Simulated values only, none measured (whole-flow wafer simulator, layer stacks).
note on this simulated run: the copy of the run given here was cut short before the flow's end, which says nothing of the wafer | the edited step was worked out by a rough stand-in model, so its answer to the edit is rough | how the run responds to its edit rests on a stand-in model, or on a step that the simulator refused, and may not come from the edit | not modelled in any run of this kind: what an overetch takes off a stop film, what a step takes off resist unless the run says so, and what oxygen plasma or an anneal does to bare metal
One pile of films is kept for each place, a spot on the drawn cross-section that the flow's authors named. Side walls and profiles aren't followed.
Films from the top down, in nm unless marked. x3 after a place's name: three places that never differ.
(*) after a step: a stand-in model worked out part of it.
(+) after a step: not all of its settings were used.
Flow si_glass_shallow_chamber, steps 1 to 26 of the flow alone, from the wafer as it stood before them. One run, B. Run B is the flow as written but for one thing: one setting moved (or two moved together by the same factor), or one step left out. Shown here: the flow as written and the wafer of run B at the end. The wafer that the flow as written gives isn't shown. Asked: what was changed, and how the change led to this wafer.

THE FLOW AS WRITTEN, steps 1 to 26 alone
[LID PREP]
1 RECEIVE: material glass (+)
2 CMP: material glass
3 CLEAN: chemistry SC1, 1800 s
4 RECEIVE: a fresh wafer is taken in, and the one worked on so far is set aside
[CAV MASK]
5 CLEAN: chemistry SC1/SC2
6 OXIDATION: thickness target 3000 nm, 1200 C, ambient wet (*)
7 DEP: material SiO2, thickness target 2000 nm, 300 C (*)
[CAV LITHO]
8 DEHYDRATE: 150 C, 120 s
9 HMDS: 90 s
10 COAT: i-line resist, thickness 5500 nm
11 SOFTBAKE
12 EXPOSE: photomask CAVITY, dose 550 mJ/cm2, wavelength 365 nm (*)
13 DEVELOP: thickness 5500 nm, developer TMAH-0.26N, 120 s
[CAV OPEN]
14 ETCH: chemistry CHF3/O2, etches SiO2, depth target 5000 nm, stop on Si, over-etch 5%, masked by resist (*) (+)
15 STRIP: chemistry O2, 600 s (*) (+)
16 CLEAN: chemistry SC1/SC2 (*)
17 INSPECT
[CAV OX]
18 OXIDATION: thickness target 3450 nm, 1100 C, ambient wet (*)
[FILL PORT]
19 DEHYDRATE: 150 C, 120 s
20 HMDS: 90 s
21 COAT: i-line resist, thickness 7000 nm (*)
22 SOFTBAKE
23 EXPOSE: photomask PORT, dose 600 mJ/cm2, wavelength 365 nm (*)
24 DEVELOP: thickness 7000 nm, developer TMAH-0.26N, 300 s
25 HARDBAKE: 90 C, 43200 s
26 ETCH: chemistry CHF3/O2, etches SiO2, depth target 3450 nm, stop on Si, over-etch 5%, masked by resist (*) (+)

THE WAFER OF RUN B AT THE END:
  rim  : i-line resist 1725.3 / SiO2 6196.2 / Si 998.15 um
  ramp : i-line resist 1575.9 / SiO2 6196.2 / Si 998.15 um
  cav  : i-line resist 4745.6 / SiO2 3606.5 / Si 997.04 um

The cause: step 18, OXIDATION: 1117 C was run, where the flow has 1100 C.

How the change led to this, step by step:
  18 OXIDATION: thickness target 3450 nm, 1100 C, ambient wet (*)
      rim, ramp, septum, ring: SiO2 +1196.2, Si -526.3 (as written it would be: SiO2 +1109.8, Si -488.3)
      cav, port: SiO2 +3606.5 (new film), chemical SiO2 -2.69 (all of it), Si -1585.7 (as written it would be: SiO2 +3450 (new film), chemical SiO2 -2.69 (all of it), Si -1516.8)
  26 ETCH: chemistry CHF3/O2, etches SiO2, depth target 3450 nm, stop on Si, over-etch 5%, masked by resist (*) (+)
      port: SiO2 -3606.5 (all of it), Si -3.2 (as written it would be: SiO2 -3450 (all of it), Si -34.5)
